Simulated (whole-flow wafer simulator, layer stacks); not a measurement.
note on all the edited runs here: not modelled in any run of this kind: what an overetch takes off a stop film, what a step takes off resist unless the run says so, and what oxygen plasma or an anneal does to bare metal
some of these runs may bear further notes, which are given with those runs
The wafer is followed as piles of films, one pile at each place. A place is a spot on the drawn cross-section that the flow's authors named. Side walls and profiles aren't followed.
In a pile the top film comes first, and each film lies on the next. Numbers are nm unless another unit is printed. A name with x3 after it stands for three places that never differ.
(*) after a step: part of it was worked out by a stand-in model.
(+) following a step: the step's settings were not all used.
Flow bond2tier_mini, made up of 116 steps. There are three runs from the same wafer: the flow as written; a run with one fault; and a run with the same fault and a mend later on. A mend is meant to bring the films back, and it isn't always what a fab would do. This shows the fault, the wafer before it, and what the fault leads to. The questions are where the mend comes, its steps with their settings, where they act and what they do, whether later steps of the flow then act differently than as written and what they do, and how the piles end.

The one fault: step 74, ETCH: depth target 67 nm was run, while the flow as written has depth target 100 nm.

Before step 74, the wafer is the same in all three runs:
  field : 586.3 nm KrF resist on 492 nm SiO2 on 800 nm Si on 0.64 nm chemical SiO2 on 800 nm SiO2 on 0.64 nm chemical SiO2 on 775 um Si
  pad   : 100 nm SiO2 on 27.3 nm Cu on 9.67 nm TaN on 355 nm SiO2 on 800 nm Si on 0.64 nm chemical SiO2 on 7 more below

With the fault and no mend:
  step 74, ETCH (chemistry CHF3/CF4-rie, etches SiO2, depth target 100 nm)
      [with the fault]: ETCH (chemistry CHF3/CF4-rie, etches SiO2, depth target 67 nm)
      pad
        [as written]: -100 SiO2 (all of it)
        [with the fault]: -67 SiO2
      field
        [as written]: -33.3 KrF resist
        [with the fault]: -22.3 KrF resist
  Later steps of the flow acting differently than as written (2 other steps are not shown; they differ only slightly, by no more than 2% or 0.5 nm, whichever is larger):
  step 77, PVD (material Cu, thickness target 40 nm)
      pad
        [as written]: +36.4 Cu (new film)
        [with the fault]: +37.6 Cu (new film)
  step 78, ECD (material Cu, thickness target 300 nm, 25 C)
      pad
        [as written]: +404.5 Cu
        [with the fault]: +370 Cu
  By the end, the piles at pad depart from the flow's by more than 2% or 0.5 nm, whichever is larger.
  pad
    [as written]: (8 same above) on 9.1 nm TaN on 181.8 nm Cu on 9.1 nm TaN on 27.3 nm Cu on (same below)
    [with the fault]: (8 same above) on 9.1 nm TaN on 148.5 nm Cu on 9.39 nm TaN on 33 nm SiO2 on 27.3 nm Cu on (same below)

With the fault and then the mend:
  After step 75 comes the mend.
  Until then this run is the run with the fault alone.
  step 75a, COAT (KrF resist, thickness 600 nm) (*) (a further turn of the flow's step 69)
      field
        +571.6 KrF resist (new film)
      pad
        +629.6 KrF resist (new film)
  step 75b, SOFTBAKE (KrF resist) (a further turn of the flow's step 70)
      does not change any film at any place that is followed
  step 75c, EXPOSE (photomask T2PAD, NA 0.6) (a further turn of the flow's step 71)
      does not change any film at any place that is followed
  step 75d, PEB (KrF resist) (a further turn of the flow's step 72)
      does not change any film at any place that is followed
  step 75e, DEVELOP (developer TMAH-0.26N, 60 s) (a further turn of the flow's step 73)
      field
        -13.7 KrF resist
      pad
        -629.6 KrF resist (all of it)
  step 75f, ETCH (chemistry CHF3/CF4-rie, etches SiO2, depth target 33 nm) (a further turn of the flow's step 74, with different settings)
      field
        -11 KrF resist
      pad
        -33 SiO2 (all of it)
  step 75g, STRIP (chemistry O2, over-ash 100%) (+) (a further turn of the flow's step 75)
      field
        -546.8 KrF resist (all of it)
  Later steps of the flow that are run all act as written at every place that is followed.
  At every place that both follow, the piles at the end match the flow's.
